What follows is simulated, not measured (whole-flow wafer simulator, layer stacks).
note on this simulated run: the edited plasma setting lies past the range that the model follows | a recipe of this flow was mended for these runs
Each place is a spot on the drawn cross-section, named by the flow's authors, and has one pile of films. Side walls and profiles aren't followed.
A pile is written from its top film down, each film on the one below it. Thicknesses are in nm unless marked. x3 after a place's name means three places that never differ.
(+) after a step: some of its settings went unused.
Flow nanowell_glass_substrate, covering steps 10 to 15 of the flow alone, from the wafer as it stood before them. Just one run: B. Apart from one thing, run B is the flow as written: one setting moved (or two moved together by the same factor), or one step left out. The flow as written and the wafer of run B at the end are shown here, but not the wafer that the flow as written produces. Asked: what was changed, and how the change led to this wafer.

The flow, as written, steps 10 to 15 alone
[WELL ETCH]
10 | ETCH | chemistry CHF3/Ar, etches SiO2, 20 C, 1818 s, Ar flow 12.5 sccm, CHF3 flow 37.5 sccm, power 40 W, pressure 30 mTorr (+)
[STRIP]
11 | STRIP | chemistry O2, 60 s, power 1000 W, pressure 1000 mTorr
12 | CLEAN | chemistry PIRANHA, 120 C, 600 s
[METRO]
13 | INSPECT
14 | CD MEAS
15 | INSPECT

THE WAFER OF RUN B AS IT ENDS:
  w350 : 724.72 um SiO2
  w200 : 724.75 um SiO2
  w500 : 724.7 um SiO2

The reason: step 10, ETCH: pressure 22.8 mTorr was run, though the flow has pressure 30 mTorr.

How this came from the change, step by step:
  10 | ETCH | chemistry CHF3/Ar, etches SiO2, 20 C, 1818 s, Ar flow 12.5 sccm, CHF3 flow 37.5 sccm, power 40 W, pressure 30 mTorr (+)
      land: UV-NIL-ACRYLATE loses 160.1 (in the flow as written it would be: UV-NIL-ACRYLATE loses 156.2)
      w350: SiO2 loses 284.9 (in the flow as written it would be: SiO2 loses 300)
      (as well as at 3 more places)
  11 | STRIP | chemistry O2, 60 s, power 1000 W, pressure 1000 mTorr
      land: UV-NIL-ACRYLATE loses 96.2 (all of it) (in the flow as written it would be: UV-NIL-ACRYLATE loses 100.2 (all of it))
